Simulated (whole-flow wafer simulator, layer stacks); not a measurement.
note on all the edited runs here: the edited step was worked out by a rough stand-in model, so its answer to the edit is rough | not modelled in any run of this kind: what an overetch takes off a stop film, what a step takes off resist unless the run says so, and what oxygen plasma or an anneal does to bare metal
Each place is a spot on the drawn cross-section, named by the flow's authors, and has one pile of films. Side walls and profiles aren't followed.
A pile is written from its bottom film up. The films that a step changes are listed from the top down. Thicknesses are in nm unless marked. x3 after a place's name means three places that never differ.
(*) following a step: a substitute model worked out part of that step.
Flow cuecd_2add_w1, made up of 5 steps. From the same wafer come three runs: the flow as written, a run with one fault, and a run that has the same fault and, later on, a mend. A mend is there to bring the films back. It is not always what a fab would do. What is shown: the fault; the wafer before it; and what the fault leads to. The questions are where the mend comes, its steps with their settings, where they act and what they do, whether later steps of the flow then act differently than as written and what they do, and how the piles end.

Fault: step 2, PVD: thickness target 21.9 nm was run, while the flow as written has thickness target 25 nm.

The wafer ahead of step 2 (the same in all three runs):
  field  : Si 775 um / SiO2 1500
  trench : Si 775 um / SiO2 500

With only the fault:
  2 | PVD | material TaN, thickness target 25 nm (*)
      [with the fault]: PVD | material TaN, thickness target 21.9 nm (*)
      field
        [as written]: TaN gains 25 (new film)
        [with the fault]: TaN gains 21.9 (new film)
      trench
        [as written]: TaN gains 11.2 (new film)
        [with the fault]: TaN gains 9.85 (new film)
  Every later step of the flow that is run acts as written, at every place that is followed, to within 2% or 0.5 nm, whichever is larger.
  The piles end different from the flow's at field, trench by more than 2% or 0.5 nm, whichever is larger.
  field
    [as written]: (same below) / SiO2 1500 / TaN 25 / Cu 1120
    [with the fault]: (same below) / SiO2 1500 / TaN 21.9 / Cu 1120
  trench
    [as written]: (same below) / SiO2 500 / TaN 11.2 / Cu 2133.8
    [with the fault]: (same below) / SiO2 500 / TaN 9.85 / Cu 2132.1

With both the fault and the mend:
  The mend stands after step 2.
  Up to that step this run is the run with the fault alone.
  2a | PVD | material TaN, thickness target 3.1 nm (*) (a further turn of the flow's step 2, with different settings)
      field
        TaN gains 3.1
      trench
        TaN gains 1.36
  Every later step of the flow that is run acts as written at every place that is followed.
  The piles end the same as the flow's at every place that both follow.
